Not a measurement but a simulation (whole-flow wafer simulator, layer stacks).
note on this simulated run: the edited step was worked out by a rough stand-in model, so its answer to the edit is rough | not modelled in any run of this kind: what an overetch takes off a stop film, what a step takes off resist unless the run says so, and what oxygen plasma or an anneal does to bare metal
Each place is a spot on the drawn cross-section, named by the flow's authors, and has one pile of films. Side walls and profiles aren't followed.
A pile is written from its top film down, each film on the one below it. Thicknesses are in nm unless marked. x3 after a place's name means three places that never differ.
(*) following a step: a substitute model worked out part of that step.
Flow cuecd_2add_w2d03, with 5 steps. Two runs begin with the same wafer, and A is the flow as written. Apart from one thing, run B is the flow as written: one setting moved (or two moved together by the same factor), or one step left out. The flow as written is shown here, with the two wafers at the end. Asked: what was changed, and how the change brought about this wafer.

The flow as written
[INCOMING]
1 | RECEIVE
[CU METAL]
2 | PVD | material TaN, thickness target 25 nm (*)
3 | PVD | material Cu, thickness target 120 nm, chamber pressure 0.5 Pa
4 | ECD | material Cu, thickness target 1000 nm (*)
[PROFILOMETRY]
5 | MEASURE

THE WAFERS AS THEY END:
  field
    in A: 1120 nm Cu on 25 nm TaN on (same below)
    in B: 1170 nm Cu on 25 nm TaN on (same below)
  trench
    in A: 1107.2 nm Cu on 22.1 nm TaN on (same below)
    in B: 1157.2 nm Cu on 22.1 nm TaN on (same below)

What caused this: step 4, ECD: thickness target 1050 nm was run, though the flow has thickness target 1000 nm.

Step by step, how the change led to this:
  4 | ECD | material Cu, thickness target 1000 nm (*)
      field, trench: A Cu gains 1000 | B Cu gains 1050
